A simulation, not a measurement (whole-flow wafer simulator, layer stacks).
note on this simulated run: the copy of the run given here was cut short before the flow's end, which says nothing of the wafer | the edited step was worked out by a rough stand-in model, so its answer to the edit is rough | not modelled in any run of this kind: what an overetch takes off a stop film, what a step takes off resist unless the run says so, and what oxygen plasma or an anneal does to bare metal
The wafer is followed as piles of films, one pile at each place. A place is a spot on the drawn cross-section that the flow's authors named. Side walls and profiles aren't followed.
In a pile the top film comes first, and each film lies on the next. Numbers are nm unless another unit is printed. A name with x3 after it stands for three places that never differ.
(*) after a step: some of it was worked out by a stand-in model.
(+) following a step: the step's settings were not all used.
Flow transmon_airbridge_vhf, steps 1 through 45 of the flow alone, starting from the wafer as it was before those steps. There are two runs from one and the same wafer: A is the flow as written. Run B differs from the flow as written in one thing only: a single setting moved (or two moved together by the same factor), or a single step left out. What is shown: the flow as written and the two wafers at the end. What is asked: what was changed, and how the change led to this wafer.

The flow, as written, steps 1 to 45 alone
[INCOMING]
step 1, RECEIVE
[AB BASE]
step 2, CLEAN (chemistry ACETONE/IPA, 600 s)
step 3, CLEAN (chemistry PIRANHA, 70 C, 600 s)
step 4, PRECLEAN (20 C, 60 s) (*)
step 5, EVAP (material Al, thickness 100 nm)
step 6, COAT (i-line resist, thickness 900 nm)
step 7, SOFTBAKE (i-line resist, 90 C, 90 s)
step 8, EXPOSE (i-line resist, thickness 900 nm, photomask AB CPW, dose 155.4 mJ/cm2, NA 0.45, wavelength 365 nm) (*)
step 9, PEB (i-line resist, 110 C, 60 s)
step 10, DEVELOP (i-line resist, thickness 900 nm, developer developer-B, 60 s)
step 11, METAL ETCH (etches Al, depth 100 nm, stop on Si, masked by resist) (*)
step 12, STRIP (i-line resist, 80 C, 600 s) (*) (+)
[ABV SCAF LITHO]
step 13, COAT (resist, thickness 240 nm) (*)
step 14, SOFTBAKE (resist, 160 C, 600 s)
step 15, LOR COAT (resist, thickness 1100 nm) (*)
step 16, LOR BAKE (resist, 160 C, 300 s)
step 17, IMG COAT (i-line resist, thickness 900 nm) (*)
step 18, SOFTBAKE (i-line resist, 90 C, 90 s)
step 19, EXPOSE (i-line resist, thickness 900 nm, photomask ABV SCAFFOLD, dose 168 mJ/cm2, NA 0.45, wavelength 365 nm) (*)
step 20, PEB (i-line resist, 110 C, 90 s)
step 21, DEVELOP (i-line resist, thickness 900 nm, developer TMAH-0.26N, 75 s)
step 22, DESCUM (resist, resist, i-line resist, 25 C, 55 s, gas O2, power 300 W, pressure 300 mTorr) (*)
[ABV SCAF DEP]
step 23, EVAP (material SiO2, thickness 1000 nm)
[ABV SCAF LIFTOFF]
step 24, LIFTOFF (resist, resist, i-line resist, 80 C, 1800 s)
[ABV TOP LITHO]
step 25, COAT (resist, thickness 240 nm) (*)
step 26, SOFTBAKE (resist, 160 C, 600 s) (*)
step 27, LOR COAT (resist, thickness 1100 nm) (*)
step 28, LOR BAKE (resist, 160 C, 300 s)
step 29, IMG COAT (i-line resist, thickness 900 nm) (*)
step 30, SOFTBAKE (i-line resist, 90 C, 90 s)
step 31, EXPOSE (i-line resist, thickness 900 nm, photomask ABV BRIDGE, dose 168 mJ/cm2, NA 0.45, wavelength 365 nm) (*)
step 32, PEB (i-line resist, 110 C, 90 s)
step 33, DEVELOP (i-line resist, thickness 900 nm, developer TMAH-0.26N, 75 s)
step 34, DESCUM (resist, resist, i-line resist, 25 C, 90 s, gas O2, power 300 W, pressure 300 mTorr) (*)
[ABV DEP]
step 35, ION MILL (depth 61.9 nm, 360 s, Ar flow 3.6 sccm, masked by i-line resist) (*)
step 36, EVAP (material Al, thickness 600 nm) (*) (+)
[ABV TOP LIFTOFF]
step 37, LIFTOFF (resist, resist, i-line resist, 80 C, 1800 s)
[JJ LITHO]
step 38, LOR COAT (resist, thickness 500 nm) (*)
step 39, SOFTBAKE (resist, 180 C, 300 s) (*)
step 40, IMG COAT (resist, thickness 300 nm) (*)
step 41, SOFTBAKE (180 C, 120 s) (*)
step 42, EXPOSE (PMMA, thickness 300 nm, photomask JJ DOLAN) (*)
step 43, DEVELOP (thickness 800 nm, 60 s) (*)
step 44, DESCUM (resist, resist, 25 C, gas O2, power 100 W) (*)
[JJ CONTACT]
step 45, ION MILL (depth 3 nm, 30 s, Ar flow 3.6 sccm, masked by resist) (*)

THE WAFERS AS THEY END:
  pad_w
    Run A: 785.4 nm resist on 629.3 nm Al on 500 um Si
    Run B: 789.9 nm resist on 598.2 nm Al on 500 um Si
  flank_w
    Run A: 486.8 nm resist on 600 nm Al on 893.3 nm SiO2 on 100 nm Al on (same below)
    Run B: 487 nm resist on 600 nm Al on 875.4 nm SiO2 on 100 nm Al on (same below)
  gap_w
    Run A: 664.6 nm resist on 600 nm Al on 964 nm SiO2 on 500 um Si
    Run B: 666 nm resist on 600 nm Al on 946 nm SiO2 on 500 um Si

The reason: step 35, ION MILL: 540 s was run, whereas the flow has 360 s.

Step by step, how the change led to this:
  step 35, ION MILL (depth 61.9 nm, 360 s, Ar flow 3.6 sccm, masked by i-line resist) (*)
      field x3, jj_line, ground_far, trace_open_s x2, margin_s, margin_n: A i-line resist loses 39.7 | B i-line resist loses 59.6
      flank_w, gap_w, cpw_trace, gap_e, flank_e, bridge_strip: A SiO2 loses 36 | B SiO2 loses 54
      (and at 2 other places as well)
  step 37, LIFTOFF (resist, resist, i-line resist, 80 C, 1800 s)
      field x3, jj_line, trace_open_s x2: A Al loses 600 (all of it), i-line resist loses 600 (all of it), resist loses 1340 (all of it) | B Al loses 600 (all of it), i-line resist loses 580.1 (all of it), resist loses 1340 (all of it)
      margin_s, margin_n: A Al loses 600 (all of it), i-line resist loses 318.3 (all of it), resist loses 992 (all of it) | B Al loses 600 (all of it), i-line resist loses 298.4 (all of it), resist loses 992 (all of it)
      (and at 1 other place as well)
